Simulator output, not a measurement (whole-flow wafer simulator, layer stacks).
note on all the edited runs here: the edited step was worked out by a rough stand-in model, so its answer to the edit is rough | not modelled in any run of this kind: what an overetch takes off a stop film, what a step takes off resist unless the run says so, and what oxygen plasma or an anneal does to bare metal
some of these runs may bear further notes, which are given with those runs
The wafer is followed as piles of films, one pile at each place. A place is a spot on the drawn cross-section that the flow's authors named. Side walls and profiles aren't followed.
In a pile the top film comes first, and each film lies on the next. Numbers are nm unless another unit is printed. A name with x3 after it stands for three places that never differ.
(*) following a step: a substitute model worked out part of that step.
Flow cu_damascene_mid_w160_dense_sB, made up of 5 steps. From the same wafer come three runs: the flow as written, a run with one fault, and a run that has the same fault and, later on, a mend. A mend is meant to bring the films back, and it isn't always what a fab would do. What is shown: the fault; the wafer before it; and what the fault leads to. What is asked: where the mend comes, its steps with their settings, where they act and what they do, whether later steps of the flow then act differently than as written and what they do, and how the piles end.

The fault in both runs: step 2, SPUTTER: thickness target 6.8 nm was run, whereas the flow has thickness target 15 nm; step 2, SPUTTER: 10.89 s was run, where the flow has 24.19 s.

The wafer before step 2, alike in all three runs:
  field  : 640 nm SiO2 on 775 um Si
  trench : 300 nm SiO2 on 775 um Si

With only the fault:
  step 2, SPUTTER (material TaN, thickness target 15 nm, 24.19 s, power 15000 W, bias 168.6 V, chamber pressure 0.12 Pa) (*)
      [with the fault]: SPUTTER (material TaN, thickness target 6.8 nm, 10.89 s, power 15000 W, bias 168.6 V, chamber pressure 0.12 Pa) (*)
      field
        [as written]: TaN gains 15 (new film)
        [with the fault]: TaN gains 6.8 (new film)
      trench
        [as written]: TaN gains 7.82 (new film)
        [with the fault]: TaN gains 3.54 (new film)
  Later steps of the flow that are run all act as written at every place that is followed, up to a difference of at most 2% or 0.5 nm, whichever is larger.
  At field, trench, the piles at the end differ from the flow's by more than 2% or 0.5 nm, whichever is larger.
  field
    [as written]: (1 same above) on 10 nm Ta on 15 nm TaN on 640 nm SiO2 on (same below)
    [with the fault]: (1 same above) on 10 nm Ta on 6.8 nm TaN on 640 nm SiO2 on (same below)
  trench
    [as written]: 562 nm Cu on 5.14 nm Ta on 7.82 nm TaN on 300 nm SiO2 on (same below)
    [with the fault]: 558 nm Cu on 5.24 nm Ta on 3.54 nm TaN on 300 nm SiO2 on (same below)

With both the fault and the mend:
  After step 2 comes the mend.
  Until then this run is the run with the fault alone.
  step 2a, SPUTTER (material TaN, thickness target 8.2 nm, 13.22 s, power 15000 W, bias 168.6 V, chamber pressure 0.12 Pa) (*) (a further turn of the flow's step 2, with different settings)
      field
        TaN gains 8.2
      trench
        TaN gains 4.2
  Later steps of the flow that are run all act as written at every place that is followed, up to a difference of at most 2% or 0.5 nm, whichever is larger.
  When the end is reached, the piles differ only a little from the flow's at the places that both follow, at most by 2% or 0.5 nm, whichever is larger.
